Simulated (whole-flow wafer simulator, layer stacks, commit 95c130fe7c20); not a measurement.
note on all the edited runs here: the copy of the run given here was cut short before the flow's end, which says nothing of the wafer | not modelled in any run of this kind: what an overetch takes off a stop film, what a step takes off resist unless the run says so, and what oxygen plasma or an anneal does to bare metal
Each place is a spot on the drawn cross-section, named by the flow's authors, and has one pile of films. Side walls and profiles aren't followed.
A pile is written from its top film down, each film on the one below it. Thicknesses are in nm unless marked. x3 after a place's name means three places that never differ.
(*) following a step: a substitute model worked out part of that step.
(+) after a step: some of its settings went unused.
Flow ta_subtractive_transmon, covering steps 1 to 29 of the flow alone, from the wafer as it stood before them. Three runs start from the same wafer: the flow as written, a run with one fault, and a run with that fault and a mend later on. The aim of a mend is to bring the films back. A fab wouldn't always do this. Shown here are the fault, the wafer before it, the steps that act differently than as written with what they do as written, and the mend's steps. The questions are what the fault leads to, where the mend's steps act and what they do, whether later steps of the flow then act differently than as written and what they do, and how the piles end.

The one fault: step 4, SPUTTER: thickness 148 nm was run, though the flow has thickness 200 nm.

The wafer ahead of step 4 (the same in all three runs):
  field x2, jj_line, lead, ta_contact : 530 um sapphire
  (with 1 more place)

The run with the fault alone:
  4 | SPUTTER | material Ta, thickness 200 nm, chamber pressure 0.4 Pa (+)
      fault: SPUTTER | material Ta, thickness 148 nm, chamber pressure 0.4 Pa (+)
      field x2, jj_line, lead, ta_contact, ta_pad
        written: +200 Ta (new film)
        fault: +148 Ta (new film)
  Later steps of the flow acting differently than as written (1 other step is not shown; it differs only slightly, by no more than 2% or 0.5 nm, whichever is larger):
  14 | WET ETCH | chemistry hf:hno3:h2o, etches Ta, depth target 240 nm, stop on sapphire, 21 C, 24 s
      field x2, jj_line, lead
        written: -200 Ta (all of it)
        fault: -148 Ta (all of it)
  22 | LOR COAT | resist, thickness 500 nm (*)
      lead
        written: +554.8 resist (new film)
        fault: +541.3 resist (new film)
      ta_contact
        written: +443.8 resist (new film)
        fault: +457.4 resist (new film)
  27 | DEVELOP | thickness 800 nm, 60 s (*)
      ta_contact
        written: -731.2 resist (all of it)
        fault: -748.2 resist (all of it)
  By the end, the piles at ta_contact, ta_pad depart from the flow's by more than 2% or 0.5 nm, whichever is larger.
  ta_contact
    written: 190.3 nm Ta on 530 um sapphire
    fault: 138.3 nm Ta on 530 um sapphire
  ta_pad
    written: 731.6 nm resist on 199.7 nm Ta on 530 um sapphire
    fault: 739.7 nm resist on 147.7 nm Ta on 530 um sapphire

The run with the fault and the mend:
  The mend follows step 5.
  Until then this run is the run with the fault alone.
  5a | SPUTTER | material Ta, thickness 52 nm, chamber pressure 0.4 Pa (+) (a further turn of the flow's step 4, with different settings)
      field x2, jj_line, lead, ta_contact, ta_pad
        +52 Ta
  None of the later steps of the flow acts differently than as written at any place that is followed.
  By the end, the piles equal the flow's at every place that both follow.
